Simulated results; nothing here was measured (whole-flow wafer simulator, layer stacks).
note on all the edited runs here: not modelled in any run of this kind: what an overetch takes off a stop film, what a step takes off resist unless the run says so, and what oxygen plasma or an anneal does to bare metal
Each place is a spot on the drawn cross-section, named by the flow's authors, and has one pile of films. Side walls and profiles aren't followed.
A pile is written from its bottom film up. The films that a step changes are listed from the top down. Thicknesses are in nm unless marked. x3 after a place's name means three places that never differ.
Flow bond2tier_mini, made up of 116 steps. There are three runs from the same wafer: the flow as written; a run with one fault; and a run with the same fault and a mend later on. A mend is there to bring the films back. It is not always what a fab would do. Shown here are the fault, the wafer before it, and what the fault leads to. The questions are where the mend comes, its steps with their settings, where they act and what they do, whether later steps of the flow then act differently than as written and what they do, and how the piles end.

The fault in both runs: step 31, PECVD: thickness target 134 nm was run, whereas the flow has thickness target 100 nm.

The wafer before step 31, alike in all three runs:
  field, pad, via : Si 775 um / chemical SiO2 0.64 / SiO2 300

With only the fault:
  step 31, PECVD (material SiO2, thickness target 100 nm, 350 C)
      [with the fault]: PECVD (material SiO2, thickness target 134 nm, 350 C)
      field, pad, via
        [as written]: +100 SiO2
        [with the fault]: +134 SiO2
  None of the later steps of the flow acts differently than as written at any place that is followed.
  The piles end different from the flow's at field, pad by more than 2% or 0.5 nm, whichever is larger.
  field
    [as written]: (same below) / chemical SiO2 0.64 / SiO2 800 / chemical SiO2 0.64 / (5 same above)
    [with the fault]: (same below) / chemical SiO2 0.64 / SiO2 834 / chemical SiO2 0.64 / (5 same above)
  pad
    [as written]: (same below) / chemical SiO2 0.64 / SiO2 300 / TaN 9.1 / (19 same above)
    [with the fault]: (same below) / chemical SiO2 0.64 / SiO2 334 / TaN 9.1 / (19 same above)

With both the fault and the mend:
  After step 31 comes the mend.
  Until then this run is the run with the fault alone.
  step 31a, ETCH (chemistry CHF3/CF4-rie, etches SiO2, depth target 34 nm) (the flow's step 9 again, with other settings)
      field, pad, via
        -34 SiO2
  None of the later steps of the flow acts differently than as written at any place that is followed.
  By the end, the piles equal the flow's at every place that both follow.
